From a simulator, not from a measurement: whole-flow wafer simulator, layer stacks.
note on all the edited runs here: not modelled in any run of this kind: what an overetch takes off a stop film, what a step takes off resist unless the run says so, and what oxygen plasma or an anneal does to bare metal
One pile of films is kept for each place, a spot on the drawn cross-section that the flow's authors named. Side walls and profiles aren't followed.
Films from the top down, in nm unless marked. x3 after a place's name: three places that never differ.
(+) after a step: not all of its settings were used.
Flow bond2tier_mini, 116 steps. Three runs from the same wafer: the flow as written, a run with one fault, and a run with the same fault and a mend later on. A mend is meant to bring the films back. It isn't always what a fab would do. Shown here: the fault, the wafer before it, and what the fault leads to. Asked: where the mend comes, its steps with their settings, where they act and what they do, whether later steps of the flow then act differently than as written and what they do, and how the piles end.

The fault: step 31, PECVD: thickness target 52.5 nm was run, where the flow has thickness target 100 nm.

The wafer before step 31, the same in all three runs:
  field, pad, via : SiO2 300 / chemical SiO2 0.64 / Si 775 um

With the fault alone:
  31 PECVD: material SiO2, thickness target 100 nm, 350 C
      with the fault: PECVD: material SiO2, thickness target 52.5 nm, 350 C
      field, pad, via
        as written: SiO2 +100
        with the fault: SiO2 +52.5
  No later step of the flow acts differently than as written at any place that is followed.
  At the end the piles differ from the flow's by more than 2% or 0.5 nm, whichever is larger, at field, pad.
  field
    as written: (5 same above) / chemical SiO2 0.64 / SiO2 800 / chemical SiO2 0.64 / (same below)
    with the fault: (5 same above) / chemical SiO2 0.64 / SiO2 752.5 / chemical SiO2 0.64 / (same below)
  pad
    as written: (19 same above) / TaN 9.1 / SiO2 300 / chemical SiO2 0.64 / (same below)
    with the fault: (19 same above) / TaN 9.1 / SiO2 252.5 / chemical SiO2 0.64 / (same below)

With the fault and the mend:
  The mend comes after step 36.
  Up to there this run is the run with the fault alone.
  36a STRIP: chemistry O2, over-ash 100% (+)
      field
        KrF resist -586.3 (all of it)
  36b PECVD: material SiO2, thickness target 47.5 nm, 350 C (the flow's step 31 once more, with other settings)
      field, pad, via
        SiO2 +47.5
  36c COAT: KrF resist, thickness 600 nm (the flow's step 32 once more)
      field, pad, via
        KrF resist +600 (new film)
  36d SOFTBAKE: KrF resist (the flow's step 33 once more)
      changes no film at any place that is followed
  36e EXPOSE: photomask APAD, NA 0.6 (the flow's step 34 once more)
      changes no film at any place that is followed
  36f PEB: KrF resist (the flow's step 35 once more)
      changes no film at any place that is followed
  36g DEVELOP: developer TMAH-0.26N, 60 s (the flow's step 36 once more)
      pad, via
        KrF resist -600 (all of it)
      field
        KrF resist -13.7
  No later step of the flow acts differently than as written at any place that is followed.
  At the end the piles are the same as the flow's at every place that both follow.
